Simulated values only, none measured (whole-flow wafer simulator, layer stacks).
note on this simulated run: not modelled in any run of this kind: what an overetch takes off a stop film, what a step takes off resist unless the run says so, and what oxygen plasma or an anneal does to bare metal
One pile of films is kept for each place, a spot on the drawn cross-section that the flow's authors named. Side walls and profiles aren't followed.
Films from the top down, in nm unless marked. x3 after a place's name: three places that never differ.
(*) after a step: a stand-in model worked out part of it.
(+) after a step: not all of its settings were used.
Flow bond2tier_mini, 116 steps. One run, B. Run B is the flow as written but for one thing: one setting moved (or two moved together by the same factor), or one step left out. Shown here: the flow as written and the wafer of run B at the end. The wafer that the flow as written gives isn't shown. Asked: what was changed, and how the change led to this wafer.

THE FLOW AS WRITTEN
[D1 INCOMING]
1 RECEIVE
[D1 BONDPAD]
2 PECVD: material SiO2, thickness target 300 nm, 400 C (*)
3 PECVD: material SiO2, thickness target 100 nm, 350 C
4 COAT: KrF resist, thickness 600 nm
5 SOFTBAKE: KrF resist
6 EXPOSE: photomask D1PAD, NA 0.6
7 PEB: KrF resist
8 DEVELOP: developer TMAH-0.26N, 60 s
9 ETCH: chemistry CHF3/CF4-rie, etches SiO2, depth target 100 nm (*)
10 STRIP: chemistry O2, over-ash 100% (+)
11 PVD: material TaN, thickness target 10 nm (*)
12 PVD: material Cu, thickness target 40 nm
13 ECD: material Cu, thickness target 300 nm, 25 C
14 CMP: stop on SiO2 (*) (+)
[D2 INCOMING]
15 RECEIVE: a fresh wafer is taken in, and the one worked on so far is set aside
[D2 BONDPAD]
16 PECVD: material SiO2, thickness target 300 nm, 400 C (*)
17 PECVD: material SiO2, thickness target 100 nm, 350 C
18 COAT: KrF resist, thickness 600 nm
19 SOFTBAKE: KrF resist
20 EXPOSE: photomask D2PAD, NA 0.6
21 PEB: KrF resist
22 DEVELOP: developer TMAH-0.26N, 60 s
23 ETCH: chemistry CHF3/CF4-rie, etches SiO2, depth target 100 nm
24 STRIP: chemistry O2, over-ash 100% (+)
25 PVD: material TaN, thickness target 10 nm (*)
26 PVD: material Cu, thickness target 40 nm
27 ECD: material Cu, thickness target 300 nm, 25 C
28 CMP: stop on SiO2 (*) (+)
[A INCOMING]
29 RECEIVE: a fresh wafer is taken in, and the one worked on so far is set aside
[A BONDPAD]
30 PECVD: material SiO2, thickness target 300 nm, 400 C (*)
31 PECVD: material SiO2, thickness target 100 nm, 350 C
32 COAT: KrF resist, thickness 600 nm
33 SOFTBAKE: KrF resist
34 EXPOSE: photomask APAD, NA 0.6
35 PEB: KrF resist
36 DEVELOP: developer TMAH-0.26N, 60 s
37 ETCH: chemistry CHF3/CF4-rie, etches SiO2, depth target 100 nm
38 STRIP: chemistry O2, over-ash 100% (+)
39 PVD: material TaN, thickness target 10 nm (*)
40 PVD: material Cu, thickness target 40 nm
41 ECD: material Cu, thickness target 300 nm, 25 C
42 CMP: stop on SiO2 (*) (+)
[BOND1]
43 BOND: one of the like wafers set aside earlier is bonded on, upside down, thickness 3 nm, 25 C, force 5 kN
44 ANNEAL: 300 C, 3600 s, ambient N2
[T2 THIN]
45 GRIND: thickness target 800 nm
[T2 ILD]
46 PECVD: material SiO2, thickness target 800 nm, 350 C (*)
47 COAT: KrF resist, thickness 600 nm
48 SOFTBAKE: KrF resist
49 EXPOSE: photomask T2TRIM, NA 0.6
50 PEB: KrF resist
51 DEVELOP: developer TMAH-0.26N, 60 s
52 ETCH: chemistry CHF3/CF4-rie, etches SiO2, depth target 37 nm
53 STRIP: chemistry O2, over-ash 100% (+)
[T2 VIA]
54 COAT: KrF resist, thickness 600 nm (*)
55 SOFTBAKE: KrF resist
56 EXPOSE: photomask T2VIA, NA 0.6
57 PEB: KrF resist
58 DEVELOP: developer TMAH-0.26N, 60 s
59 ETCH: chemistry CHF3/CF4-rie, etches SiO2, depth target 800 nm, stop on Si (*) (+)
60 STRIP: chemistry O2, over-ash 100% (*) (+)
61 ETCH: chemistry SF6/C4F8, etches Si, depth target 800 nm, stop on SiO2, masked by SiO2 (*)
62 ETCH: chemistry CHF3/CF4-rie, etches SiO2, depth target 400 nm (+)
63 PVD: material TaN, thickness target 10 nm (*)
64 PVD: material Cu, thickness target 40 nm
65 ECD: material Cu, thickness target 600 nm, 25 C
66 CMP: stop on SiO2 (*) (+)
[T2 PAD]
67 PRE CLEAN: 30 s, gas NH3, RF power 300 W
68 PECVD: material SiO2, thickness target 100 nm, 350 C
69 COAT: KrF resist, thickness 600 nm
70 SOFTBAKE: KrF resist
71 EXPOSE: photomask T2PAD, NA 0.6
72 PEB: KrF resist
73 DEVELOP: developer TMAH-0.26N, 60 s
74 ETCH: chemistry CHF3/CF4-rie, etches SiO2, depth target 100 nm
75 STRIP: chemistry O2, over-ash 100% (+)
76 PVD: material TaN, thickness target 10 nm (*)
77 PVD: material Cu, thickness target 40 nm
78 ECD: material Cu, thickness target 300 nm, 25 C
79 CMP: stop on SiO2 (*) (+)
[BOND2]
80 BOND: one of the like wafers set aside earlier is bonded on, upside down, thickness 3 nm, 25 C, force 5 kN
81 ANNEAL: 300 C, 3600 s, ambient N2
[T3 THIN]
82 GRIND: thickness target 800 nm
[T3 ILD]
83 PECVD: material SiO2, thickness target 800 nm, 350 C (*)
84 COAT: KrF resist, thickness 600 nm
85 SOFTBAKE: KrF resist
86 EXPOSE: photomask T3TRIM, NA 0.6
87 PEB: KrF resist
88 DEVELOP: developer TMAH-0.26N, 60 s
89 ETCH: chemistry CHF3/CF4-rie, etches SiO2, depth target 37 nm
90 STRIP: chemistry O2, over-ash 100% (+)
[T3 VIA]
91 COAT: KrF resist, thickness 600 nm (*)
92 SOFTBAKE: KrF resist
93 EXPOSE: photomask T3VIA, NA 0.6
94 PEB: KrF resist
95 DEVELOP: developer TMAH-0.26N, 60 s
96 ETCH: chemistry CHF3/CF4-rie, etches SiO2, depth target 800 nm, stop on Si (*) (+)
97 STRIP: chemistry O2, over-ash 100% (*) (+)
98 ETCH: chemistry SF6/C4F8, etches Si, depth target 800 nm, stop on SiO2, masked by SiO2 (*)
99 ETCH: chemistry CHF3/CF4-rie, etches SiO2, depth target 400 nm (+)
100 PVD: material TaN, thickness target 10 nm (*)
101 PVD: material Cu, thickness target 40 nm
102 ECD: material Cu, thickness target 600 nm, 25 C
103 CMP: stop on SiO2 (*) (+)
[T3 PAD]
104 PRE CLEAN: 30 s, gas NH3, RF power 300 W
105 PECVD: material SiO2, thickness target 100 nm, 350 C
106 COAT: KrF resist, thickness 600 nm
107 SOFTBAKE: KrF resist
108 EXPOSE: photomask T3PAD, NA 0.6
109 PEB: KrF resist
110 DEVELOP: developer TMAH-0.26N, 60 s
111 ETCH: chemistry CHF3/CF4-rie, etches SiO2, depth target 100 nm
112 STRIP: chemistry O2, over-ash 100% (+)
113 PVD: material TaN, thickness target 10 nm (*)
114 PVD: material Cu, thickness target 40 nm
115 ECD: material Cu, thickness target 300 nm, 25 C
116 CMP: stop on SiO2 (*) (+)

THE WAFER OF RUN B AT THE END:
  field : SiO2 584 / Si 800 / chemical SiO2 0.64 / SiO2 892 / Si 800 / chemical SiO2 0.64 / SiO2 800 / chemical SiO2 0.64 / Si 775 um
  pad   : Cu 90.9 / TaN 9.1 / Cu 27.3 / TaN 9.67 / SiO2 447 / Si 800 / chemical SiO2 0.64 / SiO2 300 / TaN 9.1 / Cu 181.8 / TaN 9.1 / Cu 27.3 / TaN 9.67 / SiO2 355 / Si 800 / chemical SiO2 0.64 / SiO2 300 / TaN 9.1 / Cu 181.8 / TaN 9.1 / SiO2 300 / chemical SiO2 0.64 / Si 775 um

The cause: step 99, ETCH: depth target 308 nm was run, where the flow has depth target 400 nm.

How the change led to this, step by step:
  99 ETCH: chemistry CHF3/CF4-rie, etches SiO2, depth target 400 nm (+)
      field, pad: SiO2 -308 (as written it would be: SiO2 -400)
